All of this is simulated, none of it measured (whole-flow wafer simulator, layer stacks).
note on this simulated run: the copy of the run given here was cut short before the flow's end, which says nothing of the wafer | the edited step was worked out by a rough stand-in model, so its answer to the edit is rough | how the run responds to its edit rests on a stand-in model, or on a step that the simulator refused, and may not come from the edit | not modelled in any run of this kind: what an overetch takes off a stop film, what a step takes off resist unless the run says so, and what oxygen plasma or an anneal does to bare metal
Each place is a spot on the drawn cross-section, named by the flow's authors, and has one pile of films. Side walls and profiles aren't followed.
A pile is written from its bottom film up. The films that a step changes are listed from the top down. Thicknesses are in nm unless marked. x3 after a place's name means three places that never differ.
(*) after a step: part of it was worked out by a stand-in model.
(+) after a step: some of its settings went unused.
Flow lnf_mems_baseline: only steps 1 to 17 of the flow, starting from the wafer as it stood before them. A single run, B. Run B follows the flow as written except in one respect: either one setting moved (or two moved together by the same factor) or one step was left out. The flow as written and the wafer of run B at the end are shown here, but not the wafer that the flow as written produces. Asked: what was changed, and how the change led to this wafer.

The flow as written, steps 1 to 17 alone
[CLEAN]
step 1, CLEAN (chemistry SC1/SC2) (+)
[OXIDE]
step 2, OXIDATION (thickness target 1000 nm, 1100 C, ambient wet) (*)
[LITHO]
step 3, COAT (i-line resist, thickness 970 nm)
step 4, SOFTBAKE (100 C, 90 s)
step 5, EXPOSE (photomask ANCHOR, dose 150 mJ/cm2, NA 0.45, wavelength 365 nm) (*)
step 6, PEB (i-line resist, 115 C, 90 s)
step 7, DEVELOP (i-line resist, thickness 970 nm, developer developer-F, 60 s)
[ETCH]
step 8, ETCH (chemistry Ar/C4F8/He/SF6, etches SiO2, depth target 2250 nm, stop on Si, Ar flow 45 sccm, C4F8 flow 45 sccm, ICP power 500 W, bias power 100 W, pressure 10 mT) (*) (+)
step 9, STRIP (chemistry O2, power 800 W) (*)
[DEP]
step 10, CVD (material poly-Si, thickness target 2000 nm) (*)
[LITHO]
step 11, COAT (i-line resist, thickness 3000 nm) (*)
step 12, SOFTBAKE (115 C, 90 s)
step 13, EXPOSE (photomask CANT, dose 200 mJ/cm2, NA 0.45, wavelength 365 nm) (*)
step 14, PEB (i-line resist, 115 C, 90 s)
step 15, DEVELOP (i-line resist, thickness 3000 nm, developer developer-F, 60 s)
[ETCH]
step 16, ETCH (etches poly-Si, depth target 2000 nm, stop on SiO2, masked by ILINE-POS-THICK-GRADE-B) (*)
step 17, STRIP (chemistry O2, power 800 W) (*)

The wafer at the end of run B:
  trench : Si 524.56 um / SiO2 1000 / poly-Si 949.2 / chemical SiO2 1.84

What caused this: step 16, ETCH: depth target 1050 nm was run, though the flow has depth target 2000 nm.

The path from the change to this, step by step:
  step 16, ETCH (etches poly-Si, depth target 2000 nm, stop on SiO2, masked by ILINE-POS-THICK-GRADE-B) (*)
      trench, char_slit: -1050 poly-Si (in the flow as written it would be: -2000 poly-Si (all of it))
      field, anchor, beam: -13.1 i-line resist (in the flow as written it would be: -25 i-line resist)
  step 17, STRIP (chemistry O2, power 800 W) (*)
      trench, char_slit: +1.84 chemical SiO2 (new film), -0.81 poly-Si (in the flow as written it would be: nothing)
